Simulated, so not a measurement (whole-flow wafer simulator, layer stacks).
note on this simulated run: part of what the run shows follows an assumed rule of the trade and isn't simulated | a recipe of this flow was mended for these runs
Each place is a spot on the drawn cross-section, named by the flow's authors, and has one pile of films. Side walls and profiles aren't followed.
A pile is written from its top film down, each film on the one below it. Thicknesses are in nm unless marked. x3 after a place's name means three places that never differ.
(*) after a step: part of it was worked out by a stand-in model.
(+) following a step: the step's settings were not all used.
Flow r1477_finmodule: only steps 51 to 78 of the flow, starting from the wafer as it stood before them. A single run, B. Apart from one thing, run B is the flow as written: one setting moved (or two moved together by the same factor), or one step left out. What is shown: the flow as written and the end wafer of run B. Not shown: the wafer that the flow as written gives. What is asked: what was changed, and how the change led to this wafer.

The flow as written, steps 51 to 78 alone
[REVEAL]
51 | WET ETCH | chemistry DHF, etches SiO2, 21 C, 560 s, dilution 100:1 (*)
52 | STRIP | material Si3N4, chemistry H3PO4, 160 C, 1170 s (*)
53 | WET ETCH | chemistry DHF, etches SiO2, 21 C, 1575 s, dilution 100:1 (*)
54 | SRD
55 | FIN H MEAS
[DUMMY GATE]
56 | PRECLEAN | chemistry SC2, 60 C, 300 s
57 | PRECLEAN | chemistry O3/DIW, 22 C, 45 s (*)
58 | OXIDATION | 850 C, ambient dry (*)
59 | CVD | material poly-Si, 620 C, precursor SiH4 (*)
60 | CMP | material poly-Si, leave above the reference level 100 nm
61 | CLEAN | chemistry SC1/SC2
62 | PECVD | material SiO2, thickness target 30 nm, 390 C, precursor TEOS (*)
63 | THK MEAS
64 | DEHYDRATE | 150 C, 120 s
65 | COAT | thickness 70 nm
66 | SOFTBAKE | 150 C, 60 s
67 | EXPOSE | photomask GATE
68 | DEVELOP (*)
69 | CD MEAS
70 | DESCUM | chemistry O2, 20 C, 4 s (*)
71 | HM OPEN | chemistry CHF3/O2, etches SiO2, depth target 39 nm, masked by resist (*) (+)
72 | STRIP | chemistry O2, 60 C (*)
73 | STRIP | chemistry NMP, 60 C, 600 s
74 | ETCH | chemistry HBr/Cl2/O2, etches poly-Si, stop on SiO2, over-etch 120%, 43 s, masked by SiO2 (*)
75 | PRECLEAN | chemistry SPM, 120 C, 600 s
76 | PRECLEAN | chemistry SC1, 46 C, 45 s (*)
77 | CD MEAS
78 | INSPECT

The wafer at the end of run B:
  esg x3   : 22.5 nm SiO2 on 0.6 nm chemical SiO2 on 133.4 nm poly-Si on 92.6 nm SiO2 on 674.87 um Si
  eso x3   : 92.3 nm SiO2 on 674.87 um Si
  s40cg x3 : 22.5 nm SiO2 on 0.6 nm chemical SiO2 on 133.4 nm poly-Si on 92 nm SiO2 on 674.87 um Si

What caused this: step 53, WET ETCH: 16.8 C was run, though the flow has 21 C.

Step by step, how the change led to this:
  53 | WET ETCH | chemistry DHF, etches SiO2, 21 C, 1575 s, dilution 100:1 (*)
      esg x3, e200sg, s40cg x3, s40sg x3, eso x3, e200so, s40co x3, s40so x3: -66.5 SiO2 (as written it would have been: -79.1 SiO2)
      pad, padg: -72 SiO2 (as written it would have been: -85.7 SiO2)
  59 | CVD | material poly-Si, 620 C, precursor SiH4 (*)
      esg x3, s40cg x3, s40sg x3, eso x3, s40co x3, s40so x3: +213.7 poly-Si (new film) (as written it would have been: +226.3 poly-Si (new film))
      e200sg, e200so: +206.6 poly-Si (new film) (as written it would have been: +219.2 poly-Si (new film))
  60 | CMP | material poly-Si, leave above the reference level 100 nm
      pad, padg: -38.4 poly-Si (as written it would have been: -24.8 poly-Si)
  74 | ETCH | chemistry HBr/Cl2/O2, etches poly-Si, stop on SiO2, over-etch 120%, 43 s, masked by SiO2 (*)
      eso x3, e200so, s40co x3, s40so x3: -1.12 chemical SiO2 (all of it), -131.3 poly-Si (all of it), -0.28 SiO2 (as written it would have been: -1.12 chemical SiO2 (all of it), -143.9 poly-Si (all of it), -0.22 SiO2)
      pad: -1.12 chemical SiO2 (all of it), -139.1 poly-Si (all of it), -0.24 SiO2 (as written it would have been: -1.12 chemical SiO2 (all of it), -152.8 poly-Si (all of it), -0.17 SiO2)
